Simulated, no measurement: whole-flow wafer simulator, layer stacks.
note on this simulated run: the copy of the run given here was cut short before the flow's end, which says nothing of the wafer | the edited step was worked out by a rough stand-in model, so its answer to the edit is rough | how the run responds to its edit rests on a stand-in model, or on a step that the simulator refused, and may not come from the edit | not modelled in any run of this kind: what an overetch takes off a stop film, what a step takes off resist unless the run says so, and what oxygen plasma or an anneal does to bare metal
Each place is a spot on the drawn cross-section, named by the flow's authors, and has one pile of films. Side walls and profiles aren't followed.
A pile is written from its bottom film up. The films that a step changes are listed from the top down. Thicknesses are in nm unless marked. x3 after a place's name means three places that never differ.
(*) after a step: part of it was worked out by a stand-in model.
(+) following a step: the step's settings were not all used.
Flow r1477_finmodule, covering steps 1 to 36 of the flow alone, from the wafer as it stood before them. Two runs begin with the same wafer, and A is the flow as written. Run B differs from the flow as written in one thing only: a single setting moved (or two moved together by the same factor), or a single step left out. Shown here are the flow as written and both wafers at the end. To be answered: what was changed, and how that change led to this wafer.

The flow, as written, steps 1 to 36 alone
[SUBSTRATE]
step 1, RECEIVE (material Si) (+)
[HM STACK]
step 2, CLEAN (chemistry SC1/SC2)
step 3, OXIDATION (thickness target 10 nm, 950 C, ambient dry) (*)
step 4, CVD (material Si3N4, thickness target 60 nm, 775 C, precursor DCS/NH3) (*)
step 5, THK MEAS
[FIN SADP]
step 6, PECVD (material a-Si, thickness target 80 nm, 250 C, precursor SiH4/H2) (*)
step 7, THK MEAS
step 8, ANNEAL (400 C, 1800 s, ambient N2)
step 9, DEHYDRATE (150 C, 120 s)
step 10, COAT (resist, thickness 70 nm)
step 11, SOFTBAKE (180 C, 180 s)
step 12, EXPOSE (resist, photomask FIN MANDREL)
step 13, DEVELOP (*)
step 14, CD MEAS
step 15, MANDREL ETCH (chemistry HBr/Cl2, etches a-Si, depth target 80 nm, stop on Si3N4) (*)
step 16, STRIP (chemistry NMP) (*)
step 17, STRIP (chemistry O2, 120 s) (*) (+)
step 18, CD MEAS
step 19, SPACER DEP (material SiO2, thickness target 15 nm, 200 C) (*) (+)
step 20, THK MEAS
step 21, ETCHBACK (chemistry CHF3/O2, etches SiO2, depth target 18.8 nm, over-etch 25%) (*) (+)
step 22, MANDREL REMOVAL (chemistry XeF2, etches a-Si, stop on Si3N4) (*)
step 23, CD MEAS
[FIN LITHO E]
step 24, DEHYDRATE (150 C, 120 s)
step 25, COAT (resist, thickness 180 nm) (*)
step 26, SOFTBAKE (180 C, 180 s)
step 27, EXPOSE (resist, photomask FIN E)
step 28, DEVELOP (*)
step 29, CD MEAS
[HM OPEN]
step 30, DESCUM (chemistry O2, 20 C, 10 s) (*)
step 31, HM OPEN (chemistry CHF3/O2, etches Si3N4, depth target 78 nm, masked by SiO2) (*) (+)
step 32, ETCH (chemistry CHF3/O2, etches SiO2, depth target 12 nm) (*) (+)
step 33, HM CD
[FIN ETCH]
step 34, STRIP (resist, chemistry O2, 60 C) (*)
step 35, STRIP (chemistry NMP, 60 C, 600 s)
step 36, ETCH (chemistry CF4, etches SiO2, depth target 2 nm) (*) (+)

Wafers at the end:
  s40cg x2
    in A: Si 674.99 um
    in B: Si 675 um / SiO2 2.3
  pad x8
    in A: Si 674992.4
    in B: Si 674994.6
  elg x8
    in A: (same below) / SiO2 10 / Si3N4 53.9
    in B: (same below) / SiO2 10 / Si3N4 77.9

What caused this: step 4, CVD: thickness target 84 nm was run, whereas the flow has thickness target 60 nm.

Step by step, how the change led to this:
  step 4, CVD (material Si3N4, thickness target 60 nm, 775 C, precursor DCS/NH3) (*)
      pad x8, elg x8, esg x2 and 18 more: A +60 Si3N4 (new film) | B +84 Si3N4 (new film)
  step 31, HM OPEN (chemistry CHF3/O2, etches Si3N4, depth target 78 nm, masked by SiO2) (*) (+)
      pad x8, esg x2, s40sg x2, s45sg x2, s50sg x2: A -56.4 Si3N4 (all of it), -10 SiO2 (all of it) | B -78 Si3N4
      s40cg x2, s45cg x2, s50cg x2: A -60 Si3N4 (all of it), -9 SiO2 | B -78 Si3N4
  step 32, ETCH (chemistry CHF3/O2, etches SiO2, depth target 12 nm) (*) (+)
      pad x8, s40sg x2, s45sg x2, s50sg x2: A -2.4 Si | B -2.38 Si3N4 (all of it), -9.5 SiO2
      s40cg x2, s45cg x2, s50cg x2: A -1 SiO2 (all of it), -2.2 Si | B -6 Si3N4 (all of it), -5.7 SiO2
      (also at 2 further places)
  step 34, STRIP (resist, chemistry O2, 60 C) (*)
      pad x8, esg x2, s40cg x2, s40sg x2, s45cg x2, s45sg x2, s50cg x2, s50sg x2: A +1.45 chemical SiO2 (new film), -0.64 Si | B nothing
  step 36, ETCH (chemistry CF4, etches SiO2, depth target 2 nm) (*) (+)
      pad x8, esg x2, s40sg x2, s45sg x2, s50sg x2: A -1.45 chemical SiO2 (all of it), -0.46 Si | B -0.5 SiO2 (all of it), -1.25 Si
      s40cg x2, s45cg x2, s50cg x2: A -1.45 chemical SiO2 (all of it), -0.46 Si | B -2 SiO2
